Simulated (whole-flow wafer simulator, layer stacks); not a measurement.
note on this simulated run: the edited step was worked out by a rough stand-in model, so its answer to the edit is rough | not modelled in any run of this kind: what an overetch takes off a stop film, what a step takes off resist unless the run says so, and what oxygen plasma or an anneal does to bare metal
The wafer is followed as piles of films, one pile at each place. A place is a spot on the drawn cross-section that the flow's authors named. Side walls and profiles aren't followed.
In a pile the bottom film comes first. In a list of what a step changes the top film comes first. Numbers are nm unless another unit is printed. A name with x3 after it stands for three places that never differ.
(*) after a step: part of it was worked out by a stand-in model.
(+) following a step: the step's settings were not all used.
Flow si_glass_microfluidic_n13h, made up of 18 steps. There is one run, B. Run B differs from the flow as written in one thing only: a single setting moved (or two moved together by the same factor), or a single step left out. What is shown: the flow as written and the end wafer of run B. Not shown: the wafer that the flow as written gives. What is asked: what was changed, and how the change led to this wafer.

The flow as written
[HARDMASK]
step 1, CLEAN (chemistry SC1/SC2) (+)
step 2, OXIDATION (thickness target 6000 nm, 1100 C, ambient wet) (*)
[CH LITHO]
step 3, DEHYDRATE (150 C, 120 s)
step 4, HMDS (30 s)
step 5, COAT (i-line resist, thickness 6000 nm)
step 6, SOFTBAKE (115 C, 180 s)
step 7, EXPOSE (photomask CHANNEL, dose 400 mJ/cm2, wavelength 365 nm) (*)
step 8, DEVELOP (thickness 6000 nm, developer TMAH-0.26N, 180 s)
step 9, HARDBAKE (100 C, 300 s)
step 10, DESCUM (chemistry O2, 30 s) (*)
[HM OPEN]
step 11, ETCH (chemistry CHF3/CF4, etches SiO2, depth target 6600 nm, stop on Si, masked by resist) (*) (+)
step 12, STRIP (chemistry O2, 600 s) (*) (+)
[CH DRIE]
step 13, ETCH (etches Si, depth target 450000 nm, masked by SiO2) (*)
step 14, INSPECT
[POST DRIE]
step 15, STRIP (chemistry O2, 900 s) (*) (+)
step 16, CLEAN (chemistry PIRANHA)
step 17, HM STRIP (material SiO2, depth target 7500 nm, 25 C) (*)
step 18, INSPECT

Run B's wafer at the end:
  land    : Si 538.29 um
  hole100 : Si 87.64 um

The reason: step 2, OXIDATION: 962 C was run, while the flow as written has 1100 C.

Step by step, how the change led to this:
  step 2, OXIDATION (thickness target 6000 nm, 1100 C, ambient wet) (*)
      land, hole100: +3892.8 SiO2 (new film), -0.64 chemical SiO2 (all of it), -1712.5 Si (it would be, as written: +6000 SiO2 (new film), -0.64 chemical SiO2 (all of it), -2639.7 Si)
  step 11, ETCH (chemistry CHF3/CF4, etches SiO2, depth target 6600 nm, stop on Si, masked by resist) (*) (+)
      land: -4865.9 i-line resist (it would be, as written: -5500 i-line resist)
      hole100: -3892.8 SiO2 (all of it) (it would be, as written: -6000 SiO2 (all of it))
  step 12, STRIP (chemistry O2, 600 s) (*) (+)
      land: -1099 i-line resist (all of it) (it would be, as written: -465 i-line resist (all of it))
  step 17, HM STRIP (material SiO2, depth target 7500 nm, 25 C) (*)
      land: -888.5 SiO2 (all of it) (it would be, as written: -2995.7 SiO2 (all of it))
